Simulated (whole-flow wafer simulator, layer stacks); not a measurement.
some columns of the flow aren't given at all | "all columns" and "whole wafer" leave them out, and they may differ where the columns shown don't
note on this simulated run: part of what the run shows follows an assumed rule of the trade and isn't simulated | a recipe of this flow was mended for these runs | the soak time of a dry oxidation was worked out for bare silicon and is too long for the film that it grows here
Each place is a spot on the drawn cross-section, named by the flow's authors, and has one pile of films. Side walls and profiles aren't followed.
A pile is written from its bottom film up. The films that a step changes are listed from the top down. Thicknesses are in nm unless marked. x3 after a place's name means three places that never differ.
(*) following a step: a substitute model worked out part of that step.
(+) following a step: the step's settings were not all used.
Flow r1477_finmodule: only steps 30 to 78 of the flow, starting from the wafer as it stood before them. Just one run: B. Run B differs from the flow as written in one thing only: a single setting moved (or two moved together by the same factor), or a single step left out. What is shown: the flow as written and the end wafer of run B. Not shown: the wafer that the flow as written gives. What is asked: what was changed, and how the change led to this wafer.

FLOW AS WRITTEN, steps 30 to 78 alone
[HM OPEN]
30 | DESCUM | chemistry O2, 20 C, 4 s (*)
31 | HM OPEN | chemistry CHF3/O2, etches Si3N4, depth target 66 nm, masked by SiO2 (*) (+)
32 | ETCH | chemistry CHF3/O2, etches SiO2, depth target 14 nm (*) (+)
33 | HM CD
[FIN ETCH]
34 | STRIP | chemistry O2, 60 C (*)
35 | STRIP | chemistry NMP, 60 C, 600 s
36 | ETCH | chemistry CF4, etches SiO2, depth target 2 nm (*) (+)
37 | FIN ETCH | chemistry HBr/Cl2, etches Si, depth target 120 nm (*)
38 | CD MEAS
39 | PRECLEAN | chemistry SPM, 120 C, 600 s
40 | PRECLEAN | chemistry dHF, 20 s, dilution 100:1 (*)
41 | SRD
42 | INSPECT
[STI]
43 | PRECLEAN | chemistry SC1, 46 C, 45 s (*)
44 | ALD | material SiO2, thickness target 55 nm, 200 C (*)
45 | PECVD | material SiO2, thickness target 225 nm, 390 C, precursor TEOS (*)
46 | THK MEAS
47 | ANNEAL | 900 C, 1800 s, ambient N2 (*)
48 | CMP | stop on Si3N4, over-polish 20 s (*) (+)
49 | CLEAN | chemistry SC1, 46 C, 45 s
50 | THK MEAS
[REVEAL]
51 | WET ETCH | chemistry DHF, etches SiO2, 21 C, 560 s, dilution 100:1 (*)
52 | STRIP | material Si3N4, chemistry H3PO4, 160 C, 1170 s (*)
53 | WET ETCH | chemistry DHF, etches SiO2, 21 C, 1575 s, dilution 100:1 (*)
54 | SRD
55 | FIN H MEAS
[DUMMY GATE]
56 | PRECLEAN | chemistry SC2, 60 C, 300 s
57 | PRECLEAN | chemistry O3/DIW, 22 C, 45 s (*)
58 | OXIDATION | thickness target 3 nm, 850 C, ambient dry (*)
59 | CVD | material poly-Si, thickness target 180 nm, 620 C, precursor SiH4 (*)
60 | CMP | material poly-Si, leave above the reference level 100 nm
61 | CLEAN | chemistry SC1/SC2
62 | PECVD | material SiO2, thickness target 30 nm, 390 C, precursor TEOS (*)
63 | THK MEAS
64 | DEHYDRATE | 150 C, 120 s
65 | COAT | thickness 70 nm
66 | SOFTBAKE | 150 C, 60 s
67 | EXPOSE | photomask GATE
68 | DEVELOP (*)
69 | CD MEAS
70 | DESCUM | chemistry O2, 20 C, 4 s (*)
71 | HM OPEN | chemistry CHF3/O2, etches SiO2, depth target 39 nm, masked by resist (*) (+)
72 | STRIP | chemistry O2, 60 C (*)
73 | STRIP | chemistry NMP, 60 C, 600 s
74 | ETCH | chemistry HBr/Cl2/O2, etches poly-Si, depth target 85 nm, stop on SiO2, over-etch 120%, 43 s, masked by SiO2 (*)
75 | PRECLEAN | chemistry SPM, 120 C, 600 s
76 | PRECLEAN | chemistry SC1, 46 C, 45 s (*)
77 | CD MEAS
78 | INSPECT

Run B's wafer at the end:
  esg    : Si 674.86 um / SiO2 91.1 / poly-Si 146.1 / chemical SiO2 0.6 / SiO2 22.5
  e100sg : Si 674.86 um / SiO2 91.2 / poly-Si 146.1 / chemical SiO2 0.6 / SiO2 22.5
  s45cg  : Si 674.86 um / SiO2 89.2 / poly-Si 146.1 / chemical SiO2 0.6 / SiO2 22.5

Cause: step 31, HM OPEN: depth target 95.7 nm was run, while the flow as written has depth target 66 nm.

How this came from the change, step by step:
  31 | HM OPEN | chemistry CHF3/O2, etches Si3N4, depth target 66 nm, masked by SiO2 (*) (+)
      pad, padg, esg and 13 more: -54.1 Si3N4 (all of it), -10 SiO2 (all of it), -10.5 Si (it would be, as written: -54.1 Si3N4 (all of it), -5.95 SiO2)
      s40cg, s45cg, s50cg, s40co, s45co, s50co: -60 Si3N4 (all of it), -10 SiO2 (all of it), -8.57 Si (it would be, as written: -60 Si3N4 (all of it), -3 SiO2)
      (also at 14 further places)
  32 | ETCH | chemistry CHF3/O2, etches SiO2, depth target 14 nm (*) (+)
      pad, padg: -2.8 Si (it would be, as written: -4.05 SiO2 (all of it), -1.99 Si)
      esg, eso: -2.38 Si (it would be, as written: -4.05 SiO2 (all of it), -1.99 Si)
      (also at 18 further places)
  34 | STRIP | chemistry O2, 60 C (*)
      elg, e40lg, e100lg, e200lg, elo, e40lo, e100lo, e200lo: -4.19 e-beam-resist (all of it) (it would be, as written: -33.9 e-beam-resist (all of it))
  44 | ALD | material SiO2, thickness target 55 nm, 200 C (*)
      esg, eso: +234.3 SiO2 (new film) (it would be, as written: +223.2 SiO2 (new film))
      e40sg, e40so: +234.1 SiO2 (new film) (it would be, as written: +223.2 SiO2 (new film))
      (also at 4 further places)
  48 | CMP | stop on Si3N4, over-polish 20 s (*) (+)
      s40cg, s40sg, s45cg and 9 more: -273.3 SiO2 (it would be, as written: -288.1 SiO2)
      s40sg_line, s45sg_line, s50sg_line, s40so_line, s45so_line, s50so_line: -272.1 SiO2 (all of it), -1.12 Si3N4 (it would be, as written: -287 SiO2 (all of it), -1.12 Si3N4)
      (also at 2 further places)
